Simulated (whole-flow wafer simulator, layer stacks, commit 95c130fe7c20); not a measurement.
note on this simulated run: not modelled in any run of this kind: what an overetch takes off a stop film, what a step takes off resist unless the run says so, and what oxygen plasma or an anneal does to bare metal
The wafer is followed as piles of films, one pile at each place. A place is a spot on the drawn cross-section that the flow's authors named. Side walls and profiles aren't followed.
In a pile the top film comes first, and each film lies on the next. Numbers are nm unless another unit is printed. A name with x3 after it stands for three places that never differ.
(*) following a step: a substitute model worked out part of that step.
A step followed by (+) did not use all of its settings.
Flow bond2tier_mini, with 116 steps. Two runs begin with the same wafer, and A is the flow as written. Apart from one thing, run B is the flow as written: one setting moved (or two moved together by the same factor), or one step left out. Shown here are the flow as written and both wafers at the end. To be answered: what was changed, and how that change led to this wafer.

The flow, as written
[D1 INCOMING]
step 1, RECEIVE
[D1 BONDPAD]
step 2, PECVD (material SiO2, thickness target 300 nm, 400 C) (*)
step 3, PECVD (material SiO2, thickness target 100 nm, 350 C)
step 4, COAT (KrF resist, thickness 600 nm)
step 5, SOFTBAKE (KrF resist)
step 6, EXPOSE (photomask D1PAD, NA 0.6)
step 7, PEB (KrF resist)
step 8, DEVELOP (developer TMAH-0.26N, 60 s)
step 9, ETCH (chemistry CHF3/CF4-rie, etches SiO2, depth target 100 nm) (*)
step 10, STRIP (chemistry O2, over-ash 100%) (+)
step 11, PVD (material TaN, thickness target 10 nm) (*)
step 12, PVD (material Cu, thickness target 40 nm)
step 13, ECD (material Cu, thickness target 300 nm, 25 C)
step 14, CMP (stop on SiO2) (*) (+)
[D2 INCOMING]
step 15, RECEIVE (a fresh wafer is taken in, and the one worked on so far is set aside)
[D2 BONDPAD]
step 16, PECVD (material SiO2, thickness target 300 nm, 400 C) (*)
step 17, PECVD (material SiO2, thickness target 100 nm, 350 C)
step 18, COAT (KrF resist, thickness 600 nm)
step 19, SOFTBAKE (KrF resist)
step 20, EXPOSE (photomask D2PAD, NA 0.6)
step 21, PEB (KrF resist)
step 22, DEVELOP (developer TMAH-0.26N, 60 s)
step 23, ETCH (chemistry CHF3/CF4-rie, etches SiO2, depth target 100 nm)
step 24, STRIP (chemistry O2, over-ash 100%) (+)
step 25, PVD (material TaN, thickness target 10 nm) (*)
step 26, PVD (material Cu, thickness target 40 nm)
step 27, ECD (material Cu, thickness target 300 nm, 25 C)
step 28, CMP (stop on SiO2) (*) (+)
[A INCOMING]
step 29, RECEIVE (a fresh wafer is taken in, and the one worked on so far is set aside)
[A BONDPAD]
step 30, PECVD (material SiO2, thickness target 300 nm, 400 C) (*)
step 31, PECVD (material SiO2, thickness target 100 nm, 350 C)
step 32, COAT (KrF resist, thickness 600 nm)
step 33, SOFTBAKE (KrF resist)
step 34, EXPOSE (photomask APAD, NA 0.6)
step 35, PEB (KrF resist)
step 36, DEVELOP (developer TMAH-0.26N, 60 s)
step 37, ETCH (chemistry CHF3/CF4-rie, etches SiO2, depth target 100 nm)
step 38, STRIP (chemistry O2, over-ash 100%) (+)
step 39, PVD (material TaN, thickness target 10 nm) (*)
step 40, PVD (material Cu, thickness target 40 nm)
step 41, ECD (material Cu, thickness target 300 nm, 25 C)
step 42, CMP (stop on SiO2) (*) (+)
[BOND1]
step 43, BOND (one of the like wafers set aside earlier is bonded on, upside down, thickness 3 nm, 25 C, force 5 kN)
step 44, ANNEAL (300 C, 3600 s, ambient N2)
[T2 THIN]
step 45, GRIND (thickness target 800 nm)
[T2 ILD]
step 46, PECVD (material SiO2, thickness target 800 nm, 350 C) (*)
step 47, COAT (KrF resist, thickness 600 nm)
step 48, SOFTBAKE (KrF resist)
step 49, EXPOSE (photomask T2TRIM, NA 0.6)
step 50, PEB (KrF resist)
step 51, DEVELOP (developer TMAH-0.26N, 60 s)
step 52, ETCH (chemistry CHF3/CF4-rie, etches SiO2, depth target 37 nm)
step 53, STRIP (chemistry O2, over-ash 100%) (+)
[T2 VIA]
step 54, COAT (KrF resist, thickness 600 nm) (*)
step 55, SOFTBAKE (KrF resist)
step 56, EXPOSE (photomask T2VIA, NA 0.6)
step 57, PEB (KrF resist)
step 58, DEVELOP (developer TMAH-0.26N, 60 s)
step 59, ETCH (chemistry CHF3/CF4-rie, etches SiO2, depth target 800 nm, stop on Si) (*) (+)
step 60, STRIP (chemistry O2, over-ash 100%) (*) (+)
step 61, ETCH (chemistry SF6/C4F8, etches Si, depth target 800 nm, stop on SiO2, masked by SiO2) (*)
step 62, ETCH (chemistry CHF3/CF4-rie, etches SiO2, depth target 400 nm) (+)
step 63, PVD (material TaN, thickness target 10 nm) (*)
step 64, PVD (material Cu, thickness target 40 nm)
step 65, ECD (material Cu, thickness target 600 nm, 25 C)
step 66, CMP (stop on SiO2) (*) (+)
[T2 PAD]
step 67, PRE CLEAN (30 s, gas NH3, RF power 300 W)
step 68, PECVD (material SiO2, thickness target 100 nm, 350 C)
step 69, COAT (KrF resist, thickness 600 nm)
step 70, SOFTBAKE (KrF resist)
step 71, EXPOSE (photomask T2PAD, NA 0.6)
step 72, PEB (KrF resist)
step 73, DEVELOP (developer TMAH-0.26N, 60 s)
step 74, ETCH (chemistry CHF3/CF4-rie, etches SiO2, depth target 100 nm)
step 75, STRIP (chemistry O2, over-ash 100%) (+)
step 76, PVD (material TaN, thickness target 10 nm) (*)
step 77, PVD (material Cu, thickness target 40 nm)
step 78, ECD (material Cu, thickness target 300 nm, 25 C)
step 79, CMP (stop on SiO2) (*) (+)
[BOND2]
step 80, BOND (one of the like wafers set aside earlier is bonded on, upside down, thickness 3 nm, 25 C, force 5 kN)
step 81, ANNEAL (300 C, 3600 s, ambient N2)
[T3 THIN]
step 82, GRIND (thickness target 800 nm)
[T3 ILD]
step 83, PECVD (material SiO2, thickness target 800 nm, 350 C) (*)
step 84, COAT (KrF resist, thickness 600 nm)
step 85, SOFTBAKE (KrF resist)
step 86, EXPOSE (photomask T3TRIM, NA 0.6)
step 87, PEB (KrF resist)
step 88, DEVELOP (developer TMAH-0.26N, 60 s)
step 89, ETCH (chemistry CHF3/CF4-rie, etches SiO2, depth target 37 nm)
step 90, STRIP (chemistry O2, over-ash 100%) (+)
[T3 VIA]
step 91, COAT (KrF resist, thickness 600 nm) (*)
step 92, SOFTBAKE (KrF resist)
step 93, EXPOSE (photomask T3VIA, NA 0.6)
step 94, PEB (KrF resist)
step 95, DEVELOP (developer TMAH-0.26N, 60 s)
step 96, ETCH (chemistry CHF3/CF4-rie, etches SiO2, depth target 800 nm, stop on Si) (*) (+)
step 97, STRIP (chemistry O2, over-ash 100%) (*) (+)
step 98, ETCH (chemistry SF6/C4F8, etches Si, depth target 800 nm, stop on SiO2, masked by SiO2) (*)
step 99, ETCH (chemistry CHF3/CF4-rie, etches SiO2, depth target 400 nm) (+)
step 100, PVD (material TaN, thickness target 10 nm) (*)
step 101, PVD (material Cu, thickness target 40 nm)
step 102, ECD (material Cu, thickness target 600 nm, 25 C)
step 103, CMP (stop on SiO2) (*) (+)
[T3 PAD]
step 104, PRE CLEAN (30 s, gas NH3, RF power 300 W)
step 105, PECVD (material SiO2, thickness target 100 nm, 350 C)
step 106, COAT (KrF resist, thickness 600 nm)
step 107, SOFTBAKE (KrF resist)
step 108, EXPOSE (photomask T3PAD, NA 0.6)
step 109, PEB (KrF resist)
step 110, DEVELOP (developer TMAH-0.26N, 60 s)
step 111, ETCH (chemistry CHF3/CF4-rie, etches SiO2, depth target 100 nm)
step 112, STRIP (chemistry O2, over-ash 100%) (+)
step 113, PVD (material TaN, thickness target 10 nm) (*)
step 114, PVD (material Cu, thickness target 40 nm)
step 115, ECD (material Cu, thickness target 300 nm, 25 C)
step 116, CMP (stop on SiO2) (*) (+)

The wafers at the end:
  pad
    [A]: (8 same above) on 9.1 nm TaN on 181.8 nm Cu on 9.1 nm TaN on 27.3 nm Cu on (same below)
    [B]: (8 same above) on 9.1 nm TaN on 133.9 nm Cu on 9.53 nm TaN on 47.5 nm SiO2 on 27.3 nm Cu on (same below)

Cause: step 74, ETCH: depth target 52.5 nm was run, while the flow as written has depth target 100 nm.

Step by step, how the change led to this:
  step 74, ETCH (chemistry CHF3/CF4-rie, etches SiO2, depth target 100 nm)
      pad: A SiO2 loses 100 (all of it) | B SiO2 loses 52.5
      field: A KrF resist loses 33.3 | B KrF resist loses 17.5
  step 75, STRIP (chemistry O2, over-ash 100%) (+)
      field: A KrF resist loses 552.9 (all of it) | B KrF resist loses 568.8 (all of it)
  step 77, PVD (material Cu, thickness target 40 nm)
      pad: A Cu gains 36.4 (new film) | B Cu gains 38.1 (new film)
  step 78, ECD (material Cu, thickness target 300 nm, 25 C)
      pad: A Cu gains 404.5 | B Cu gains 354.9
With metal films that touch counted as one body, pad has 4 bodies (between them, from the top down: SiO2 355 / Si 800 / chemical SiO2 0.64 / SiO2 300; SiO2 47.5; SiO2 355 / Si 800 / chemical SiO2 0.64 / SiO2 300); the flow as written gives 3 bodies (between them, from the top down: SiO2 355 / Si 800 / chemical SiO2 0.64 / SiO2 300; SiO2 355 / Si 800 / chemical SiO2 0.64 / SiO2 300).
